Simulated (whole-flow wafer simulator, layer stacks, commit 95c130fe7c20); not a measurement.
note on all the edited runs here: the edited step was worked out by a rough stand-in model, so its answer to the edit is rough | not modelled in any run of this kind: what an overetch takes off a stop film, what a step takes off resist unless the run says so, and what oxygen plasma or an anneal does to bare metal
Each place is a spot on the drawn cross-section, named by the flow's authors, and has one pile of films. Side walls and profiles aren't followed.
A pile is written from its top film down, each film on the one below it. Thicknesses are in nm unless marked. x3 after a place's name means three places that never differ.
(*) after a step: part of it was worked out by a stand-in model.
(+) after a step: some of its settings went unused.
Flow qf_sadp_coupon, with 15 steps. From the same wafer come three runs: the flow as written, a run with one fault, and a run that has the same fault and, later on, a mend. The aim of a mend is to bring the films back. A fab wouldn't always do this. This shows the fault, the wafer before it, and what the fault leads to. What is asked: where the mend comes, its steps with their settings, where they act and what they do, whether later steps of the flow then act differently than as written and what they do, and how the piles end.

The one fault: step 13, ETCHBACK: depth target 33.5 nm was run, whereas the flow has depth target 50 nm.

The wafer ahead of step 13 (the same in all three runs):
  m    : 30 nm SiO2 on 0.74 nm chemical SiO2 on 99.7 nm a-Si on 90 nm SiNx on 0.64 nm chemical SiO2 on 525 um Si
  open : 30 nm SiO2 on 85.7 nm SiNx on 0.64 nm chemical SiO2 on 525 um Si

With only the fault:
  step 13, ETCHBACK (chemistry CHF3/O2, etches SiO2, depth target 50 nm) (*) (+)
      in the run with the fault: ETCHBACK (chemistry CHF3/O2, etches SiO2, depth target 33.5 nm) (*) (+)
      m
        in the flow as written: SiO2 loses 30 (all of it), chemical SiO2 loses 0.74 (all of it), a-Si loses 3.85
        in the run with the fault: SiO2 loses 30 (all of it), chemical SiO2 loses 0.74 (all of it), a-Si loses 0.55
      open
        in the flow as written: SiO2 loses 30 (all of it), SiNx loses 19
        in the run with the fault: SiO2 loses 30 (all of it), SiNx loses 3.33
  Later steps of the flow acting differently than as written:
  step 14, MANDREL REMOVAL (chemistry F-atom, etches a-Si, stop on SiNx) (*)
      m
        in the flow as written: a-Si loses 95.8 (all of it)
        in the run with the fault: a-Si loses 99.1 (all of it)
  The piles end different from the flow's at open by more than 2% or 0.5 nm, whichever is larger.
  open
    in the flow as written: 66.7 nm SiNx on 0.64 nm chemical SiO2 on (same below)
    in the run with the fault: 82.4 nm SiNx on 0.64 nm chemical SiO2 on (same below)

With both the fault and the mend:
  After step 13 comes the mend.
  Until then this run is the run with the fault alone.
  step 13a, ETCHBACK (chemistry CHF3/O2, etches SiO2, depth target 16.5 nm) (*) (+) (the flow's step 13, run once more with other settings)
      m
        a-Si loses 3.3
      open
        SiNx loses 15.7
  Every later step of the flow that is run acts as written at every place that is followed.
  The piles end the same as the flow's at every place that both follow.
